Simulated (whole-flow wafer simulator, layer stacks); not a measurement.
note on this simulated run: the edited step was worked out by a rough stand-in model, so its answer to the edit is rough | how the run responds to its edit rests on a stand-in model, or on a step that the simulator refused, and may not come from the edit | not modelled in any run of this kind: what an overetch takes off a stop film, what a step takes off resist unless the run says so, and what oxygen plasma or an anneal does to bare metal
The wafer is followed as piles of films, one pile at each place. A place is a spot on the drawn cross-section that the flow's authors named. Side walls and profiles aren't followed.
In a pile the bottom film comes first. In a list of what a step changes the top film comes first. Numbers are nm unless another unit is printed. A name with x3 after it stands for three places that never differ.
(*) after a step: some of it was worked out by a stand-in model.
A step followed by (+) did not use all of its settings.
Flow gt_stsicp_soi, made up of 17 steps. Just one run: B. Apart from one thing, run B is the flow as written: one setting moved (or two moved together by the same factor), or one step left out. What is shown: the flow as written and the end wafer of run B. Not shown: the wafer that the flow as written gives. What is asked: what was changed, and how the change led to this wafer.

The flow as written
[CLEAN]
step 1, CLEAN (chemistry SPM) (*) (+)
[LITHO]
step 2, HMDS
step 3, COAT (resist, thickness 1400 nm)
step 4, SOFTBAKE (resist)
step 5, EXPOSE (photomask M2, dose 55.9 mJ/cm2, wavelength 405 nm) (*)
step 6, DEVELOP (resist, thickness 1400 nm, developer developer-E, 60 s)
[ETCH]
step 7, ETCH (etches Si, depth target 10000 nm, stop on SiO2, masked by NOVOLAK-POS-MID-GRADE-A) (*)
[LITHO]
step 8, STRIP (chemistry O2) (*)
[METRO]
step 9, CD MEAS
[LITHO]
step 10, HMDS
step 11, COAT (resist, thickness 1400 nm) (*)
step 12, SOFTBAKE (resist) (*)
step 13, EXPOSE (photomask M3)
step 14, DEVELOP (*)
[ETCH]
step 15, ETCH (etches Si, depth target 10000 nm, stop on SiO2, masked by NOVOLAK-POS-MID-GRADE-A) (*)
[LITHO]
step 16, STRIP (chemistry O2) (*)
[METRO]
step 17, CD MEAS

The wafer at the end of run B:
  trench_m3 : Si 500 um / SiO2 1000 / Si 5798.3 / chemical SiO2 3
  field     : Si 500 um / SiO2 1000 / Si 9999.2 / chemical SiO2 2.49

The reason: step 15, ETCH: depth target 4200 nm was run, though the flow has depth target 10000 nm.

Step by step, how the change led to this:
  step 15, ETCH (etches Si, depth target 10000 nm, stop on SiO2, masked by NOVOLAK-POS-MID-GRADE-A) (*)
      trench_m3: -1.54 chemical SiO2 (all of it), -4200 Si (it would be, as written: -1.54 chemical SiO2 (all of it), -9999.6 Si (all of it))
      field, trench_m2: -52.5 resist (it would be, as written: -125 resist)
  step 16, STRIP (chemistry O2) (*)
      trench_m3: +3 chemical SiO2 (new film), -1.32 Si (it would be, as written: nothing)
      field: -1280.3 resist (all of it), +0.95 chemical SiO2, -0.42 Si (it would be, as written: -1207.8 resist (all of it), +0.94 chemical SiO2, -0.41 Si)
